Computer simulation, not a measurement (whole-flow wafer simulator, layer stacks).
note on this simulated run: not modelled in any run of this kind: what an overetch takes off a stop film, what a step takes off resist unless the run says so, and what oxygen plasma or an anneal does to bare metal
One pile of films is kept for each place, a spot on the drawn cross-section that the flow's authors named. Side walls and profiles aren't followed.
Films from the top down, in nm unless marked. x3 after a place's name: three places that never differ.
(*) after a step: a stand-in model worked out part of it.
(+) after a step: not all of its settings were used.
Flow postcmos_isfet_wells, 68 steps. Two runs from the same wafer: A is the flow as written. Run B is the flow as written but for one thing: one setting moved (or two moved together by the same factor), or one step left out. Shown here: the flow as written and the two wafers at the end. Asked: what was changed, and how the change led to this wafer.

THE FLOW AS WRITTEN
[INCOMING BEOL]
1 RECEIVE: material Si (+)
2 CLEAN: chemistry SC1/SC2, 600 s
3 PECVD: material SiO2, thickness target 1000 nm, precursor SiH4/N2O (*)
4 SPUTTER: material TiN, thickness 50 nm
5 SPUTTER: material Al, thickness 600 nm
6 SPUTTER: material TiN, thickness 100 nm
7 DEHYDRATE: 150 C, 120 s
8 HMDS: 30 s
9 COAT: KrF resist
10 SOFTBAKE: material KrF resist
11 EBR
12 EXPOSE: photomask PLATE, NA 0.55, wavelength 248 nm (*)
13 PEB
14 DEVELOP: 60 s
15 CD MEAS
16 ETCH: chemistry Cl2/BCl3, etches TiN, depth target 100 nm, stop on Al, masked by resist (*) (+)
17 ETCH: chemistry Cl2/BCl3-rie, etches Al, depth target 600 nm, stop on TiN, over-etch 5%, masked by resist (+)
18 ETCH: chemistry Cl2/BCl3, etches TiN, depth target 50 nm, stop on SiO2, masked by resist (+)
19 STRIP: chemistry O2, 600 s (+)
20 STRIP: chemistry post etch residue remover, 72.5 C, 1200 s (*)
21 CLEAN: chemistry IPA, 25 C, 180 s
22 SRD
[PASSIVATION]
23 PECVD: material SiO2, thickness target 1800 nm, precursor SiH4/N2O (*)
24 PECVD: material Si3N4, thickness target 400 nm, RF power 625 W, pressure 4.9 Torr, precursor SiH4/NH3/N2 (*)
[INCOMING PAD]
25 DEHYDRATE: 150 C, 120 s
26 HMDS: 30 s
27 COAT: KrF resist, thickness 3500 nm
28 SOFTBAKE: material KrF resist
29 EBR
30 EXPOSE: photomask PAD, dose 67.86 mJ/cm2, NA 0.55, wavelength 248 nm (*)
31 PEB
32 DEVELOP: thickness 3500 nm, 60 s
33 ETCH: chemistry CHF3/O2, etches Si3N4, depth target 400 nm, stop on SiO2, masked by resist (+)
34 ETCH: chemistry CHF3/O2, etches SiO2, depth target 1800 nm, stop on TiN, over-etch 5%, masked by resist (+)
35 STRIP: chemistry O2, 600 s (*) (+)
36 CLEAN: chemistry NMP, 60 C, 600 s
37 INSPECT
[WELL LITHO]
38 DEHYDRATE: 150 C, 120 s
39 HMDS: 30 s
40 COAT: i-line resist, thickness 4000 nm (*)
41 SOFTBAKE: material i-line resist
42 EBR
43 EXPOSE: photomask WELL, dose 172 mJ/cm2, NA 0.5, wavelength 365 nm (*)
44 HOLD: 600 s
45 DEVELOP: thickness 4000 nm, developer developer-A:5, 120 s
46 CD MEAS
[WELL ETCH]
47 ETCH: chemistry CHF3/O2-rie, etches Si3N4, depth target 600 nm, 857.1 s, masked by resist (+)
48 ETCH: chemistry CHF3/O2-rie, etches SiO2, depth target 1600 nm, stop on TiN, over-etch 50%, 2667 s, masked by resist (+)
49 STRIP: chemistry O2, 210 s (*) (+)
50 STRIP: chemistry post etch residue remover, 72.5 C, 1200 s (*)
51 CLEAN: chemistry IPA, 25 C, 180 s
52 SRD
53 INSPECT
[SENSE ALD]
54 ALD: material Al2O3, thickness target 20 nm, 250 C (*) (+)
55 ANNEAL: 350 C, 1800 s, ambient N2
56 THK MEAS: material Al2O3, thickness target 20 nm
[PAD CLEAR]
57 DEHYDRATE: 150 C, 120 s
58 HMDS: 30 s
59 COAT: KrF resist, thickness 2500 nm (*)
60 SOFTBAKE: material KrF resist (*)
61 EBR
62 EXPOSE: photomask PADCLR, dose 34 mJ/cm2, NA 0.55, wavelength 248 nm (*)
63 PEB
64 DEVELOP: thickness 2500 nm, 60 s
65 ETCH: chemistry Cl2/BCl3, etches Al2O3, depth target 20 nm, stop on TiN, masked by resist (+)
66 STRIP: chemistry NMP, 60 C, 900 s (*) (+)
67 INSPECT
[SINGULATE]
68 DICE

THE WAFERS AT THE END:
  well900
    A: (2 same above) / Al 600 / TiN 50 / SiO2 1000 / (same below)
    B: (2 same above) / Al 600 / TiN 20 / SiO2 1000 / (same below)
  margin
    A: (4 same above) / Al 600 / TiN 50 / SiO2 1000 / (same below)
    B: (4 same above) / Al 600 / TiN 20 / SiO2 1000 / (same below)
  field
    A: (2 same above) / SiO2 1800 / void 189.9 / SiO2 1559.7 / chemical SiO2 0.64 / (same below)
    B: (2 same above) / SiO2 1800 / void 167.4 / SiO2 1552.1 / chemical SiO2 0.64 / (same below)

The cause: step 4, SPUTTER: thickness 20 nm was run, where the flow has thickness 50 nm.
It can be read off the wafer: well900 has TiN 20, and step 4 as written asks for 50 nm.

How the change led to this, step by step:
  4 SPUTTER: material TiN, thickness 50 nm
      field, margin, well900 and 6 more: A TiN +50 (new film) | B TiN +20 (new film)
  18 ETCH: chemistry Cl2/BCl3, etches TiN, depth target 50 nm, stop on SiO2, masked by resist (+)
      margin, well900, well1300, well2000, well3000, pad_rim, pad_clr, pad_open: A KrF resist -20 | B KrF resist -12
      field: A TiN -50 (all of it) | B TiN -20 (all of it)
  23 PECVD: material SiO2, thickness target 1800 nm, precursor SiH4/N2O (*)
      field: A SiO2 +1800 (new film), void +189.9 (new film), SiO2 +559.7 | B SiO2 +1800 (new film), void +167.4 (new film), SiO2 +552.1
